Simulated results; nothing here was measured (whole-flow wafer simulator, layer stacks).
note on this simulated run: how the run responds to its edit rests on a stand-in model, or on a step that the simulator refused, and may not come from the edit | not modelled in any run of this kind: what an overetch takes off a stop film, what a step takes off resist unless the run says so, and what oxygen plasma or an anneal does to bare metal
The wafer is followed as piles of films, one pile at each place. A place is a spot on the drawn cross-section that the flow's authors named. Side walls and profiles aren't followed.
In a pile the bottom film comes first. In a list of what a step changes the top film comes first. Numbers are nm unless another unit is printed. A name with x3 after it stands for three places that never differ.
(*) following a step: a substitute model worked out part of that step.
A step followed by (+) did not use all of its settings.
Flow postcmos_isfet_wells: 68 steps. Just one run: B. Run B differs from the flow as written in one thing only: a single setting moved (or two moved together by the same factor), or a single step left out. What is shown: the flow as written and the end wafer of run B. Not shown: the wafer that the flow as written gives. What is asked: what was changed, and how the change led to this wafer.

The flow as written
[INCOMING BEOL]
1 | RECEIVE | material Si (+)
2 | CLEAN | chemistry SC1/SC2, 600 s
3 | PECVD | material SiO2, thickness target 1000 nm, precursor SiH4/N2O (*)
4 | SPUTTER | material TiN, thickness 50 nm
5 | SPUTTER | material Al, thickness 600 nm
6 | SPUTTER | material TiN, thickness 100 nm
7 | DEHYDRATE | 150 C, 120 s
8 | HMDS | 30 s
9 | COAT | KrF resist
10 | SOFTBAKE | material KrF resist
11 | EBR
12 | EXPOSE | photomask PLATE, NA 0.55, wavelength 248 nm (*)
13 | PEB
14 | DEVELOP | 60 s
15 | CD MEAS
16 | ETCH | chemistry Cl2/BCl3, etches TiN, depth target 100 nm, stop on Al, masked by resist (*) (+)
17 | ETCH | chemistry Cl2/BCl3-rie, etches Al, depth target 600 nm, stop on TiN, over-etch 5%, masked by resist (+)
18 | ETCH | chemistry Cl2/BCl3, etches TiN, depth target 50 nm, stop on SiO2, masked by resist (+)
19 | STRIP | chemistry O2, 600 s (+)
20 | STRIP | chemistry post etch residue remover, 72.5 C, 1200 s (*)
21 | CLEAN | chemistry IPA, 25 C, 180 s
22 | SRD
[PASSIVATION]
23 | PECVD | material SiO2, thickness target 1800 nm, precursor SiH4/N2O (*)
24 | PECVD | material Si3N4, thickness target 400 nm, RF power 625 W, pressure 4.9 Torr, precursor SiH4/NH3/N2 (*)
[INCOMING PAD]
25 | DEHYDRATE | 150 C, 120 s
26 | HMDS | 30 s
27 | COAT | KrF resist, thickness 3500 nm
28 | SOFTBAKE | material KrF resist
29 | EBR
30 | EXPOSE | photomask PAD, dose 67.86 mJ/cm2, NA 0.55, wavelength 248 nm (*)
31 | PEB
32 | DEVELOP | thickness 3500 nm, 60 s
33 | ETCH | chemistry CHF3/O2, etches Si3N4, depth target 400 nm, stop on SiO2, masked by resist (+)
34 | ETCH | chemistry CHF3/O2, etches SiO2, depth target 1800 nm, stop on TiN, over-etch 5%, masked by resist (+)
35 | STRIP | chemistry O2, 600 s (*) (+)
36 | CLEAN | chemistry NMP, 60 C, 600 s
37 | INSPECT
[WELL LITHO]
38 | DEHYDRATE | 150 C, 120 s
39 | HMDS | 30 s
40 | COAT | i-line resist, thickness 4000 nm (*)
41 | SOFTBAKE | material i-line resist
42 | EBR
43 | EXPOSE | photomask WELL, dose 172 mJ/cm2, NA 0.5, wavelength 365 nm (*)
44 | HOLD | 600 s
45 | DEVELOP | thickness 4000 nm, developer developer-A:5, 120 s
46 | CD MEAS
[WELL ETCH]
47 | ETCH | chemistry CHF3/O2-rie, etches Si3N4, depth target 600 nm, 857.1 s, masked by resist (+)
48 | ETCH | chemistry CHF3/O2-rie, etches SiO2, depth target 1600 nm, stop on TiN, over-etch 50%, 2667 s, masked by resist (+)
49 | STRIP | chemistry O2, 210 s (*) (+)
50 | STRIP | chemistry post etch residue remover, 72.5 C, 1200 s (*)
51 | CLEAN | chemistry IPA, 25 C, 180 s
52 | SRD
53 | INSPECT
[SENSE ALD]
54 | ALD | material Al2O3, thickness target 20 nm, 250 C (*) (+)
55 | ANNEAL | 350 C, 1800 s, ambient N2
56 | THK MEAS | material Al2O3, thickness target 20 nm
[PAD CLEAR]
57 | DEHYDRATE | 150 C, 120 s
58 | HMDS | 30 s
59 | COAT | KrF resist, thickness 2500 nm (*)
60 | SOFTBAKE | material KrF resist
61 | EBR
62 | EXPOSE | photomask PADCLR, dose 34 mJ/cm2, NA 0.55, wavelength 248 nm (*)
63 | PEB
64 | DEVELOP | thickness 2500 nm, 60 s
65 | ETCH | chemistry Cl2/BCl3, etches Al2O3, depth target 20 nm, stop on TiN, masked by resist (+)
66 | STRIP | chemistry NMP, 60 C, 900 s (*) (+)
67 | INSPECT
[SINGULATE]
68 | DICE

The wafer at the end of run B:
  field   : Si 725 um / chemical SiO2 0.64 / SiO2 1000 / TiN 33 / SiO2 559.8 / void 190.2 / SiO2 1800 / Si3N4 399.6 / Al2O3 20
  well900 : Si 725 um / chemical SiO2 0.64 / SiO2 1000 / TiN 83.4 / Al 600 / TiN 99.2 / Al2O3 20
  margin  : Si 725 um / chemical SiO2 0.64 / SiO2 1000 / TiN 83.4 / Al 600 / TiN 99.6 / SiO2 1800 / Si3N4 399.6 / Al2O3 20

The reason: step 4, SPUTTER: thickness 83.4 nm was run, whereas the flow has thickness 50 nm.
The wafer lets one read it off: well900 has TiN 83.4, and step 4 as written asks for 50 nm.

Step by step, how the change led to this:
  4 | SPUTTER | material TiN, thickness 50 nm
      field, margin, well900, well1300 x3, pad_rim, pad_clr, pad_open: TiN gains 83.4 (new film) (it would be, as written: TiN gains 50 (new film))
  18 | ETCH | chemistry Cl2/BCl3, etches TiN, depth target 50 nm, stop on SiO2, masked by resist (+)
      field: TiN loses 50 (it would be, as written: TiN loses 50 (all of it))
  23 | PECVD | material SiO2, thickness target 1800 nm, precursor SiH4/N2O (*)
      field: SiO2 gains 1800 (new film), void gains 190.2 (new film), SiO2 gains 559.8 (new film) (it would be, as written: SiO2 gains 1800 (new film), void gains 189.9 (new film), SiO2 gains 559.7)
If metal films that touch count as one body, field has 1 body; the flow as written gives 0 bodies.
